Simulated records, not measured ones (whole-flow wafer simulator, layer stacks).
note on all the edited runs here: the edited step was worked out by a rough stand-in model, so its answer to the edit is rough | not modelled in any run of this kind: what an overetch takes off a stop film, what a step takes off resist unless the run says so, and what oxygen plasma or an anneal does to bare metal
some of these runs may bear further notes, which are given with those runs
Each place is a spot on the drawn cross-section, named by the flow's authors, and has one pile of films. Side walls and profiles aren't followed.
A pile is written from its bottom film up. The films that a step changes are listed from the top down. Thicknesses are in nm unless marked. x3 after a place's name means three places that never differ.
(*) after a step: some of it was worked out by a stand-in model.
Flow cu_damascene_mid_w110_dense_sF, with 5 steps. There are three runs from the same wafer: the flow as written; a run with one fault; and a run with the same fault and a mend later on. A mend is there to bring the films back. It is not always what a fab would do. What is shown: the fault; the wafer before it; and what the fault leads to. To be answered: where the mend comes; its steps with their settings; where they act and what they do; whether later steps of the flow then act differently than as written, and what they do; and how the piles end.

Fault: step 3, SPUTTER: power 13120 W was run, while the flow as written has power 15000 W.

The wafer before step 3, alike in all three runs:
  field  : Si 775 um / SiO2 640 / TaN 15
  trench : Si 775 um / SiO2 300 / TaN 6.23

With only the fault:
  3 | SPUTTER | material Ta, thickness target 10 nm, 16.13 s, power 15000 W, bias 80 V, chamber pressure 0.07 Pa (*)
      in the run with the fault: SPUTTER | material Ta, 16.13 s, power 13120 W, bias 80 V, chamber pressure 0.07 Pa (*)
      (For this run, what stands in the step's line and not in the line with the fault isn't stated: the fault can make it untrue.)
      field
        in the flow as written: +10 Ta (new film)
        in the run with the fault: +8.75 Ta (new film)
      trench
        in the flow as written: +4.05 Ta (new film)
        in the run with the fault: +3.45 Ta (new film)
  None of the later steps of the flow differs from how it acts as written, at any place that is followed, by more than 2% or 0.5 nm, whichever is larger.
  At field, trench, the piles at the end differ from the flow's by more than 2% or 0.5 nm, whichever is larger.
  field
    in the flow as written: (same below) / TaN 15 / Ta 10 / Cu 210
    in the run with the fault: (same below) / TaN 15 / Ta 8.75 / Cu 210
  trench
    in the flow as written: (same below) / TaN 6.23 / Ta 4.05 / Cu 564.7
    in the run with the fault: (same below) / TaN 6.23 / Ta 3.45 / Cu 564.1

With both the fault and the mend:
  After step 3 comes the mend.
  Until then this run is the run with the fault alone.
  3a | SPUTTER | material Ta, 2.071 s, power 15000 W, bias 80 V, chamber pressure 0.07 Pa (*) (the flow's step 3 again, with other settings)
      field
        +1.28 Ta
      trench
        +0.5 Ta
  None of the later steps of the flow differs from how it acts as written, at any place that is followed, by more than 2% or 0.5 nm, whichever is larger.
  When the end is reached, the piles differ only a little from the flow's at the places that both follow, at most by 2% or 0.5 nm, whichever is larger.
